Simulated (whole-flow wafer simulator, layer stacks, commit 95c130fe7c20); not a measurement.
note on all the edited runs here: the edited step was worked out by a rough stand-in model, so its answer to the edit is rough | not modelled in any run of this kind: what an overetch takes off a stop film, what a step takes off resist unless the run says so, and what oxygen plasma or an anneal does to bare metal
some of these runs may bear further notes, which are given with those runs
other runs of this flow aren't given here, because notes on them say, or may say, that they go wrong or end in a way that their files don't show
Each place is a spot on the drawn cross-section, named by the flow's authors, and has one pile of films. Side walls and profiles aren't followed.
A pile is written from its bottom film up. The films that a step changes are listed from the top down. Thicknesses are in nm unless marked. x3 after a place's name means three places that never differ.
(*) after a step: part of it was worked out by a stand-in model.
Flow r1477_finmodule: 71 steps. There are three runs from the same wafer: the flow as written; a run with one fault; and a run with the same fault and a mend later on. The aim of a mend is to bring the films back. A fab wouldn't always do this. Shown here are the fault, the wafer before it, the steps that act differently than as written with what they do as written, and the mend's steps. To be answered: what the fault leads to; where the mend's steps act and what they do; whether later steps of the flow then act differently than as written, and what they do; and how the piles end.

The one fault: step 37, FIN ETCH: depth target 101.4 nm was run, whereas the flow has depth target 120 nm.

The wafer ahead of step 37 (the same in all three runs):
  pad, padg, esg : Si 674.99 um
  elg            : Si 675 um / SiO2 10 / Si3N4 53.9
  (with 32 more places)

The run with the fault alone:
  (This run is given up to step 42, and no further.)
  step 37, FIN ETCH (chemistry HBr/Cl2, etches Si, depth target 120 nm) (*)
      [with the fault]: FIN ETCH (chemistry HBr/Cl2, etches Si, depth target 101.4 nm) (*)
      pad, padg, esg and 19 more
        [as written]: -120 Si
        [with the fault]: -101.4 Si
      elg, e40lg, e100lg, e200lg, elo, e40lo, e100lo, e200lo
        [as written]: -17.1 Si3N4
        [with the fault]: -14.5 Si3N4
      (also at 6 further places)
  None of the later steps of the flow up to step 42 differs from how it acts as written, at any place that is followed, by more than 2% or 0.5 nm, whichever is larger.
  The piles after step 42 differ from the flow's at elg, e40lg, e100lg and 11 more by more than 2% or 0.5 nm, whichever is larger.
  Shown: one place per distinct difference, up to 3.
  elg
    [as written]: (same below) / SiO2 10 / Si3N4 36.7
    [with the fault]: (same below) / SiO2 10 / Si3N4 39.4
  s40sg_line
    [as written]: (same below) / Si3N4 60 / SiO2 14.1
    [with the fault]: (same below) / Si3N4 60 / SiO2 15.6

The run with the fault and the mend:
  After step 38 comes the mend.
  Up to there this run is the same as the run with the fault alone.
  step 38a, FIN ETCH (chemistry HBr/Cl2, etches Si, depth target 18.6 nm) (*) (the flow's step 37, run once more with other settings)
      pad, padg, esg and 19 more
        -18.6 Si
      elg, e40lg, e100lg, e200lg, elo, e40lo, e100lo, e200lo
        -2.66 Si3N4
      s40sg_line, s45sg_line, s50sg_line, s40so_line, s45so_line, s50so_line
        -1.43 SiO2
  None of the later steps of the flow acts differently than as written at any place that is followed.
  By the end, the piles equal the flow's at every place that both follow.
